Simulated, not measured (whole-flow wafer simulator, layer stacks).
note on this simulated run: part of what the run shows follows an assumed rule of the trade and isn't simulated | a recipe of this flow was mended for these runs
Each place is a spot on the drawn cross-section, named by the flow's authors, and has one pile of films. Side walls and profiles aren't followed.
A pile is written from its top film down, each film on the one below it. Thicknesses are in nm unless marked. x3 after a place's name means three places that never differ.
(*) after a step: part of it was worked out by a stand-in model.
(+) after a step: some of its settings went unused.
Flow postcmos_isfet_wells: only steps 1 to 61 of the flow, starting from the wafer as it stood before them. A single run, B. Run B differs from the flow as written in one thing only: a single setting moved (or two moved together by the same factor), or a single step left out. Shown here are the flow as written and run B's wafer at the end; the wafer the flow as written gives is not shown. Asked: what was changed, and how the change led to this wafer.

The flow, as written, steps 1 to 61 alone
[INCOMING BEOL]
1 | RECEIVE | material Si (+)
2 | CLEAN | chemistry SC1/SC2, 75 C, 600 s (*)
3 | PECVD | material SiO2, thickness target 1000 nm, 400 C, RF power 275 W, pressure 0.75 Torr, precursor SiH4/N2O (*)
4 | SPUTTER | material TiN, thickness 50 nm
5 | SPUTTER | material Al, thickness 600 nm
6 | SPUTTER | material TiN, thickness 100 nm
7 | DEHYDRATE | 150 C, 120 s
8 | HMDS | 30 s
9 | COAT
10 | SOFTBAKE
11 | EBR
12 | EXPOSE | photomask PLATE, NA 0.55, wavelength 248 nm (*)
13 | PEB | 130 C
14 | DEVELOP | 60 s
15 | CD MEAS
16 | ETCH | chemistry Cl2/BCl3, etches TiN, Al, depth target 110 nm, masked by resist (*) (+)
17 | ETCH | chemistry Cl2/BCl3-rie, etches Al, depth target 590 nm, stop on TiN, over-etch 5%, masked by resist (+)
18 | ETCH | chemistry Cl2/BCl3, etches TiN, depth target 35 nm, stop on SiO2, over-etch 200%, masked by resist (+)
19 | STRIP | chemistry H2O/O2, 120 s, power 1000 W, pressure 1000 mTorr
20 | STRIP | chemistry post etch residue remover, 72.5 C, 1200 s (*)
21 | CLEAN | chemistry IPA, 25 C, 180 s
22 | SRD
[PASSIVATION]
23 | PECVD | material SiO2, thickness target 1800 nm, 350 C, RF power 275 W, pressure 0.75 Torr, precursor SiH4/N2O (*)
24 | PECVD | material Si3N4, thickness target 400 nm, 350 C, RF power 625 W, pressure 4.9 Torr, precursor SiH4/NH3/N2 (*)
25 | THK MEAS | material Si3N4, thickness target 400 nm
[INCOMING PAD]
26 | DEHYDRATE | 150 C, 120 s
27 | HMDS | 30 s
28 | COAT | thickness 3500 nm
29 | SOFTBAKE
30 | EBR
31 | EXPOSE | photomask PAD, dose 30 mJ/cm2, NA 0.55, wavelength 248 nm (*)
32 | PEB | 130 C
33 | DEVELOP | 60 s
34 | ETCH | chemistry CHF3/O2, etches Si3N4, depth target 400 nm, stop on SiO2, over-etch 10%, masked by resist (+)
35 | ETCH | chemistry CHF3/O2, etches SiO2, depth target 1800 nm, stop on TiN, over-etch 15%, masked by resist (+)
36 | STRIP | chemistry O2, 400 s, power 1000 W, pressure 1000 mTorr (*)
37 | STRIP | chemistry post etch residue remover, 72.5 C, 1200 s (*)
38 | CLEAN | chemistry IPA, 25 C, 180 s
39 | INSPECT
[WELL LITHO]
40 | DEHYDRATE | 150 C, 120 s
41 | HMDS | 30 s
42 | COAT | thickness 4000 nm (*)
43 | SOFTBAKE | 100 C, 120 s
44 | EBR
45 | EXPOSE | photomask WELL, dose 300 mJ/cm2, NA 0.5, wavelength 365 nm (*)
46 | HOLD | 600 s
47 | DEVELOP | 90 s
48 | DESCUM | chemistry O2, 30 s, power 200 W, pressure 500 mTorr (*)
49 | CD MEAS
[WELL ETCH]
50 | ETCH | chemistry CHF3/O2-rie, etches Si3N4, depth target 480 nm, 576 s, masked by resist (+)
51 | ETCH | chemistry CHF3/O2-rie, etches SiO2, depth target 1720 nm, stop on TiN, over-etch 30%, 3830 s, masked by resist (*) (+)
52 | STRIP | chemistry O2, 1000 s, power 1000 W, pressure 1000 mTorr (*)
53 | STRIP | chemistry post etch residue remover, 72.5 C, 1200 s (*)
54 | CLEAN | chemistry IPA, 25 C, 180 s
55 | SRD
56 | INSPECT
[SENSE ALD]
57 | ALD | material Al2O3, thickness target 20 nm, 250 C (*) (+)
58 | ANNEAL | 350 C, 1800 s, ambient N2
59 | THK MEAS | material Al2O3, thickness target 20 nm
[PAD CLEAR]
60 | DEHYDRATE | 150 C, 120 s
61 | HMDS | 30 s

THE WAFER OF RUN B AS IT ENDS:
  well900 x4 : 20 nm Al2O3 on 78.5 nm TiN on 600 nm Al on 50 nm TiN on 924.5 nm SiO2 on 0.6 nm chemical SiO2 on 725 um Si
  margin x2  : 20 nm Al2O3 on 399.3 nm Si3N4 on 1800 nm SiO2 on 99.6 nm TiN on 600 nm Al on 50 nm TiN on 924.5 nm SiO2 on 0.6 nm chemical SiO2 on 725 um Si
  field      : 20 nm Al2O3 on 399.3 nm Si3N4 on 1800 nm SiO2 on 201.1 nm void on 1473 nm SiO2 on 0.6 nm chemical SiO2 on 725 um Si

The reason: step 3, PECVD: RF power 234 W was run, whereas the flow has RF power 275 W.

How this came from the change, step by step:
  3 | PECVD | material SiO2, thickness target 1000 nm, 400 C, RF power 275 W, pressure 0.75 Torr, precursor SiH4/N2O (*)
      field, margin x2, well900 x4, pad_clr, pad_open: SiO2 gains 924.5 (new film) (in the flow as written it would be: SiO2 gains 1000 (new film))
